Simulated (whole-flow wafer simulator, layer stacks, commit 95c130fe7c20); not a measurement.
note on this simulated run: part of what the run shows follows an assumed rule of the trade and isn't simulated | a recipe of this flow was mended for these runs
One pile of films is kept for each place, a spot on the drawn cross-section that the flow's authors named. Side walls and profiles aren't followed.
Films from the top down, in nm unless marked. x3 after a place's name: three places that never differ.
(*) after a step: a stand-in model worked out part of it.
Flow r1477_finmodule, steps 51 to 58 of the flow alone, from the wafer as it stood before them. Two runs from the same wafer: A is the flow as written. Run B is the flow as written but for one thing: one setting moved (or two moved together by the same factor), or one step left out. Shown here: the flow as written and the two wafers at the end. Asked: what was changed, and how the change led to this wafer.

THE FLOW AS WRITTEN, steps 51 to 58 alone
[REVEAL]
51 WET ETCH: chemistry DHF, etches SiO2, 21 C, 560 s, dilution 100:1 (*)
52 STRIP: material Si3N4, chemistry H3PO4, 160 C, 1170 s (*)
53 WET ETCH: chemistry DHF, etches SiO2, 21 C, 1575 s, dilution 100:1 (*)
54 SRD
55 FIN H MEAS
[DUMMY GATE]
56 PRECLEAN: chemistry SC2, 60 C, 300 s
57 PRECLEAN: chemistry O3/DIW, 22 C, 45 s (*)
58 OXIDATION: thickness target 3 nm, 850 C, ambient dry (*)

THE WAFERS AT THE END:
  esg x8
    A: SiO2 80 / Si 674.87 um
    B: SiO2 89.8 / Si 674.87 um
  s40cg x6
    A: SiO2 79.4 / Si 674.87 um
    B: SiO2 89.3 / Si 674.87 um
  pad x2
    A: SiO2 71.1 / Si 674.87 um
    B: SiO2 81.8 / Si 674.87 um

The cause: step 53, WET ETCH: 1378 s was run, where the flow has 1575 s.

How the change led to this, step by step:
  53 WET ETCH: chemistry DHF, etches SiO2, 21 C, 1575 s, dilution 100:1 (*)
      esg x8, s40cg x6, s40sg x6: A SiO2 -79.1 | B SiO2 -69.2
      pad x2: A SiO2 -85.7 | B SiO2 -75
